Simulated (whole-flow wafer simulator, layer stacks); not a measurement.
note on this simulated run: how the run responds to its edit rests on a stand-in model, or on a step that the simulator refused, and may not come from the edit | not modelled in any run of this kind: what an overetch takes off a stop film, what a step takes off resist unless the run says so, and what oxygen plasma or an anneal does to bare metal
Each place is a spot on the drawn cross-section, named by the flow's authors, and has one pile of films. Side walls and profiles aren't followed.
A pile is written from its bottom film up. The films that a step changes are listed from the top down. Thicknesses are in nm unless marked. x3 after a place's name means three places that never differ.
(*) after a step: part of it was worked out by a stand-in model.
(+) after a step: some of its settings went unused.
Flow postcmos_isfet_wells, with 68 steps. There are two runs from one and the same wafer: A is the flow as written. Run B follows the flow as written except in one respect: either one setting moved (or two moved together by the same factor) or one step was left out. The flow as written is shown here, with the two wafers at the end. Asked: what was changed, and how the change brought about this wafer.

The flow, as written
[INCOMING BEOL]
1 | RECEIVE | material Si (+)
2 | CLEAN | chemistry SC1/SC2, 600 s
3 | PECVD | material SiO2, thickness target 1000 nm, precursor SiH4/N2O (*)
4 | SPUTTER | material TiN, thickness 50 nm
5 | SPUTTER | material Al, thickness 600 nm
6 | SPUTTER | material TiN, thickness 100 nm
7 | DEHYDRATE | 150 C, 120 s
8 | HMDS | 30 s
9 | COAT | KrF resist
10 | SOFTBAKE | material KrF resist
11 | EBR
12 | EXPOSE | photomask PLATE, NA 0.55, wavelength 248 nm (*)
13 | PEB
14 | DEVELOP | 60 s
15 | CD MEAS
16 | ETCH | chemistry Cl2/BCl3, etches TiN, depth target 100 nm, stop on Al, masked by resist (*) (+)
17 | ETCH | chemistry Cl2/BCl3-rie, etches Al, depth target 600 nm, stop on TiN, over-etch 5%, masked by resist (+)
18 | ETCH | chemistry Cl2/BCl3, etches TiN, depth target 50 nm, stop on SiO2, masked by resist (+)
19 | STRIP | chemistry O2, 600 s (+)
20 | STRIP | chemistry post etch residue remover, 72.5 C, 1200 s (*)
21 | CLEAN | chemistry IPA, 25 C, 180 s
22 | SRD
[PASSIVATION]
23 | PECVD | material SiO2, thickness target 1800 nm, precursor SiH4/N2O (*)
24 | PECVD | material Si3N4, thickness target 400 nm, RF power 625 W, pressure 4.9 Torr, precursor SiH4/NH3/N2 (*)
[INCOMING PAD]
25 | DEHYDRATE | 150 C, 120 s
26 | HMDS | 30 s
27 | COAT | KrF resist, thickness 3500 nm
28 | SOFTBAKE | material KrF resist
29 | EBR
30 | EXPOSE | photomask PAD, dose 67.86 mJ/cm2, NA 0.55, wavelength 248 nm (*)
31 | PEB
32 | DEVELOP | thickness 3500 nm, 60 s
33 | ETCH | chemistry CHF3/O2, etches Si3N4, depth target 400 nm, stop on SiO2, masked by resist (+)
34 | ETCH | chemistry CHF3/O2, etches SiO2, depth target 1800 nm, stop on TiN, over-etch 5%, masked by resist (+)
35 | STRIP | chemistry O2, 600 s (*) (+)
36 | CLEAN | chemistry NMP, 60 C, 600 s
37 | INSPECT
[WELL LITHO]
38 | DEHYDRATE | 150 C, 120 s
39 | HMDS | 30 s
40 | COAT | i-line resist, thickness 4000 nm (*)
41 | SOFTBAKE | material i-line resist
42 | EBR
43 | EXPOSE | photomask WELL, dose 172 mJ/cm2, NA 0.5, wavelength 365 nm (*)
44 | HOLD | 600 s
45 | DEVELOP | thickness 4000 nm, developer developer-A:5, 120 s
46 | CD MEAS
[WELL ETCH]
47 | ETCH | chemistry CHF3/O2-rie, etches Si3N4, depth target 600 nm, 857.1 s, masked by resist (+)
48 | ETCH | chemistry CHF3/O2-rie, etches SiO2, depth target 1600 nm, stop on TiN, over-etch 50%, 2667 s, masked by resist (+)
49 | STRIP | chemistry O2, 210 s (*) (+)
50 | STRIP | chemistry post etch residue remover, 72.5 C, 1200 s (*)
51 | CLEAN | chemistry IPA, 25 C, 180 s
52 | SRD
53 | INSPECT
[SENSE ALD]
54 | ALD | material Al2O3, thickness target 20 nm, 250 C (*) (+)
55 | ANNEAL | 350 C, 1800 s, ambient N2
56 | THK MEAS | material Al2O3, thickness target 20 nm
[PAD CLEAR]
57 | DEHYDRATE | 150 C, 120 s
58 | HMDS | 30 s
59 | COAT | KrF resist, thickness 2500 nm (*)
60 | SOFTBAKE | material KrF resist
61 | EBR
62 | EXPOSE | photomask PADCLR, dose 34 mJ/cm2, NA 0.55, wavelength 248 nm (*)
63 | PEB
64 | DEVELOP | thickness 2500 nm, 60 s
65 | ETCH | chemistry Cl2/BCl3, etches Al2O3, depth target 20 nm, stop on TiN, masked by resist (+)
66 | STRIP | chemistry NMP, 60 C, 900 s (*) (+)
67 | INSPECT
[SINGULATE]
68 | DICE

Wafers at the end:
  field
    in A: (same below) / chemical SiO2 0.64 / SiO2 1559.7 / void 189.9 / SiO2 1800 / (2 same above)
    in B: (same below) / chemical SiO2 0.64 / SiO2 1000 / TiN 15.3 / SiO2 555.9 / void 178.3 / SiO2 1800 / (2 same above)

What caused this: step 18, ETCH: depth target 34.25 nm was run, whereas the flow has depth target 50 nm.

How this came from the change, step by step:
  18 | ETCH | chemistry Cl2/BCl3, etches TiN, depth target 50 nm, stop on SiO2, masked by resist (+)
      field: A -50 TiN (all of it) | B -34.2 TiN
      margin, well900, well1300 x3, pad_rim, pad_clr, pad_open: A -20 KrF resist | B -13.7 KrF resist
  23 | PECVD | material SiO2, thickness target 1800 nm, precursor SiH4/N2O (*)
      field: A +1800 SiO2 (new film), +189.9 void (new film), +559.7 SiO2 | B +1800 SiO2 (new film), +178.3 void (new film), +555.9 SiO2 (new film)
Taking metal films that touch as one body, field has 1 body; the flow as written gives 0 bodies.
